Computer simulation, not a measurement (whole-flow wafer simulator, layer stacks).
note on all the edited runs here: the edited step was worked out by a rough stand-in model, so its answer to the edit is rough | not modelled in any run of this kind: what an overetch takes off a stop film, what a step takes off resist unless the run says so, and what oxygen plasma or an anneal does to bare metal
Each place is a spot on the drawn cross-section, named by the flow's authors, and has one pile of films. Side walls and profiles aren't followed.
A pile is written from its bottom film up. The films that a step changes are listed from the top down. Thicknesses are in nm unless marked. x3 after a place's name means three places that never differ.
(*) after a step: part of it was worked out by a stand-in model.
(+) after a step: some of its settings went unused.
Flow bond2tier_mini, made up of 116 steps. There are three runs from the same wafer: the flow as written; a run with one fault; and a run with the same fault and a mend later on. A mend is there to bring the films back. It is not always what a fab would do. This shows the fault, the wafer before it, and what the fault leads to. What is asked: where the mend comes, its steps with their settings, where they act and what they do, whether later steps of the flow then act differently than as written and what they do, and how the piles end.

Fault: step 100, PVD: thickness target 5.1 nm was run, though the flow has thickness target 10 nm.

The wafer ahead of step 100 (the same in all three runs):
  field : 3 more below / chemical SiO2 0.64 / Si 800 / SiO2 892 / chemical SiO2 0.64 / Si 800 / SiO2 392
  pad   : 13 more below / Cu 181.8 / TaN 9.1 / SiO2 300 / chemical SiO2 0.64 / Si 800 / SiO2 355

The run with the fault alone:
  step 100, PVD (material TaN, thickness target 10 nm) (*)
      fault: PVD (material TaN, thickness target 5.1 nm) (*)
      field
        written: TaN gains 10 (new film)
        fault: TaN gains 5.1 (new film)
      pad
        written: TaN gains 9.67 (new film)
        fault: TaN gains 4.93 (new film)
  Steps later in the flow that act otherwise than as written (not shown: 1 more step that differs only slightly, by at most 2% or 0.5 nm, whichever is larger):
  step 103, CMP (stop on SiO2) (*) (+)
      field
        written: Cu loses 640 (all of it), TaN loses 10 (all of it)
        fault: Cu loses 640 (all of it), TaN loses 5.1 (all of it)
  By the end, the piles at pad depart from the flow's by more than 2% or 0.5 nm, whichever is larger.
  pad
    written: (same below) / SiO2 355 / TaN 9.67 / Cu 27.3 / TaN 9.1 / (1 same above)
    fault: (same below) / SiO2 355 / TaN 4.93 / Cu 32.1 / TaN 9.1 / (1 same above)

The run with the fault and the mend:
  The mend follows step 100.
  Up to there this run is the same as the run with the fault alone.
  step 100a, PVD (material TaN, thickness target 4.9 nm) (*) (the flow's step 100 again, with other settings)
      field
        TaN gains 4.9
      pad
        TaN gains 4.73
  Later steps of the flow that are run all act as written at every place that is followed.
  The piles end only slightly different from the flow's at the places that both follow, by no more than 2% or 0.5 nm, whichever is larger.
